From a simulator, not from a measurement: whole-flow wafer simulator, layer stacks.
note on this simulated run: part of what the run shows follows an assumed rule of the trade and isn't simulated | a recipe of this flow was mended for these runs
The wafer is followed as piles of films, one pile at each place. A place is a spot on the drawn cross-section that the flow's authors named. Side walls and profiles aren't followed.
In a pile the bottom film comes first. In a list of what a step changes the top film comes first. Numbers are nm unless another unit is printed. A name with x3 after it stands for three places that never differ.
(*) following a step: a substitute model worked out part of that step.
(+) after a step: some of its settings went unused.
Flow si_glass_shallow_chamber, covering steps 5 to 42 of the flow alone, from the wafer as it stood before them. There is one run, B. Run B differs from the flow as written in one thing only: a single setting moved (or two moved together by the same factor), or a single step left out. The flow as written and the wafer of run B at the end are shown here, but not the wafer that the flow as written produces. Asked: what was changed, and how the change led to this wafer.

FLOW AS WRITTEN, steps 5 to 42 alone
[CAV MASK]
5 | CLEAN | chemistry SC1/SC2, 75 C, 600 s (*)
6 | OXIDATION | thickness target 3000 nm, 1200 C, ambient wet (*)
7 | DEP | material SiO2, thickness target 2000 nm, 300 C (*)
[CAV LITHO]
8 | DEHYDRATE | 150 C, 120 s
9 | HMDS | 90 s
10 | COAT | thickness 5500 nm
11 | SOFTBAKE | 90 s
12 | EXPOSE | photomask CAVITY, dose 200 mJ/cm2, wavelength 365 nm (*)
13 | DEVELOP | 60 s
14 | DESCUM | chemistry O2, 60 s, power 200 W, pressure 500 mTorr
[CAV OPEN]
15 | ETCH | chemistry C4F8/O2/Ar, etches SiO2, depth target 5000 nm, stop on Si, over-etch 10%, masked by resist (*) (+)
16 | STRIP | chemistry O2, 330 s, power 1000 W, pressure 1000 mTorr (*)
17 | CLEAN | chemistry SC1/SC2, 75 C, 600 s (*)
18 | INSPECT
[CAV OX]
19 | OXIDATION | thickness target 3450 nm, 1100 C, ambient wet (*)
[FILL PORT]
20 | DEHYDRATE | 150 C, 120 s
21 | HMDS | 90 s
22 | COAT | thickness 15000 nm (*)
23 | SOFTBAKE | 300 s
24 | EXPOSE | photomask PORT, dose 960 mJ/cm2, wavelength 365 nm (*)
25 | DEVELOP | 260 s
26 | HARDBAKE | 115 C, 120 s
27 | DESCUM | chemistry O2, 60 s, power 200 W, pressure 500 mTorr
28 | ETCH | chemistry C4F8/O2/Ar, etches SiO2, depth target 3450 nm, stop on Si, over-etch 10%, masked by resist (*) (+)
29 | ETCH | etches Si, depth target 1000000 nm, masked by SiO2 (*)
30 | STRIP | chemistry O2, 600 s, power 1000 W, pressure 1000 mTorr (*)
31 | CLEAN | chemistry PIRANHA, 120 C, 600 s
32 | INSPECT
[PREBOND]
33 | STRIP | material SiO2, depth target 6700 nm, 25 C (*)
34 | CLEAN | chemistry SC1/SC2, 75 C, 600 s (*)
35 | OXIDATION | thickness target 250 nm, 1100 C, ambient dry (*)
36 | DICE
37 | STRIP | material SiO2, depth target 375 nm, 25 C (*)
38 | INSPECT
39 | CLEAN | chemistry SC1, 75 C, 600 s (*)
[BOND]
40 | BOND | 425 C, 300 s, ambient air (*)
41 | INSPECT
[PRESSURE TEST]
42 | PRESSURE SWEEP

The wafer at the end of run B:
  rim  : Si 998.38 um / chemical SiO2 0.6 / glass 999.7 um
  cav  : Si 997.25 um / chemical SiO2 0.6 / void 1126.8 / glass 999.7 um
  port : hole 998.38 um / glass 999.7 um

The reason: step 6, OXIDATION: thickness target 2100 nm was run, while the flow as written has thickness target 3000 nm.

Step by step, how the change led to this:
  6 | OXIDATION | thickness target 3000 nm, 1200 C, ambient wet (*)
      rim, ramp, cav, port, septum, ring: SiO2 gains 2100 (new film), chemical SiO2 loses 0.6 (all of it), Si loses 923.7 (as written it would have been: SiO2 gains 3000 (new film), chemical SiO2 loses 0.6 (all of it), Si loses 1319.7)
  15 | ETCH | chemistry C4F8/O2/Ar, etches SiO2, depth target 5000 nm, stop on Si, over-etch 10%, masked by resist (*) (+)
      rim, ramp, septum, ring: thick-i-line-resist loses 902 (as written it would have been: thick-i-line-resist loses 1100)
      cav, port: SiO2 loses 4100 (all of it), Si loses 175 (as written it would have been: SiO2 loses 5000 (all of it), Si loses 62.5)
  16 | STRIP | chemistry O2, 330 s, power 1000 W, pressure 1000 mTorr (*)
      rim, ramp, septum, ring: thick-i-line-resist loses 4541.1 (all of it) (as written it would have been: thick-i-line-resist loses 4343.1 (all of it))
  19 | OXIDATION | thickness target 3450 nm, 1100 C, ambient wet (*)
      rim, ramp, septum, ring: SiO2 gains 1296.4, Si loses 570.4 (as written it would have been: SiO2 gains 1110.9, Si loses 488.8)
  22 | COAT | thickness 15000 nm (*)
      rim: thick-i-line-resist gains 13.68 um (new film) (as written it would have been: thick-i-line-resist gains 13.4 um (new film))
      ramp: thick-i-line-resist gains 13.27 um (new film) (as written it would have been: thick-i-line-resist gains 12.89 um (new film))
      (also at 4 further places)
  23 | SOFTBAKE | 300 s
      rim: thick-i-line-resist loses 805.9 (as written it would have been: thick-i-line-resist loses 997)
      ramp: thick-i-line-resist loses 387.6 (as written it would have been: thick-i-line-resist loses 487.1)
      (also at 4 further places)
  25 | DEVELOP | 260 s
      port: thick-i-line-resist loses 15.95 um (all of it) (as written it would have been: thick-i-line-resist loses 16.16 um (all of it))
  26 | HARDBAKE | 115 C, 120 s
      rim, ramp: thick-i-line-resist loses 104 (as written it would have been: thick-i-line-resist loses 98.2)
      cav: thick-i-line-resist loses 144.1 (as written it would have been: thick-i-line-resist loses 147.1)
  29 | ETCH | etches Si, depth target 1000000 nm, masked by SiO2 (*)
      rim, ramp: thick-i-line-resist loses 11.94 um (all of it), SiO2 loses 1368 (as written it would have been: thick-i-line-resist loses 11.47 um (all of it), SiO2 loses 1617.3)
      port: hole gains 997.33 um (new film), Si loses 997.33 um (all of it) (as written it would have been: hole gains 997.05 um (new film), Si loses 997.05 um (all of it))
      (also at 2 further places)
  30 | STRIP | chemistry O2, 600 s, power 1000 W, pressure 1000 mTorr (*)
      cav: thick-i-line-resist loses 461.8 (all of it) (as written it would have been: thick-i-line-resist loses 669.6 (all of it))
  33 | STRIP | material SiO2, depth target 6700 nm, 25 C (*)
      rim, ramp: SiO2 loses 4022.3 (all of it) (as written it would have been: SiO2 loses 4487.5 (all of it))
      septum: SiO2 loses 5039.4 (all of it) (as written it would have been: SiO2 loses 5732.1 (all of it))
      (also at 1 further place)
  40 | BOND | 425 C, 300 s, ambient air (*)
      cav: glass gains 999.7 um (new film), void gains 1126.8 (new film) (as written it would have been: glass gains 999.7 um (new film), void gains 1095.9 (new film))
      port: glass gains 999.7 um (new film), hole gains 1048.1 (as written it would have been: glass gains 999.7 um (new film), hole gains 1017.3)
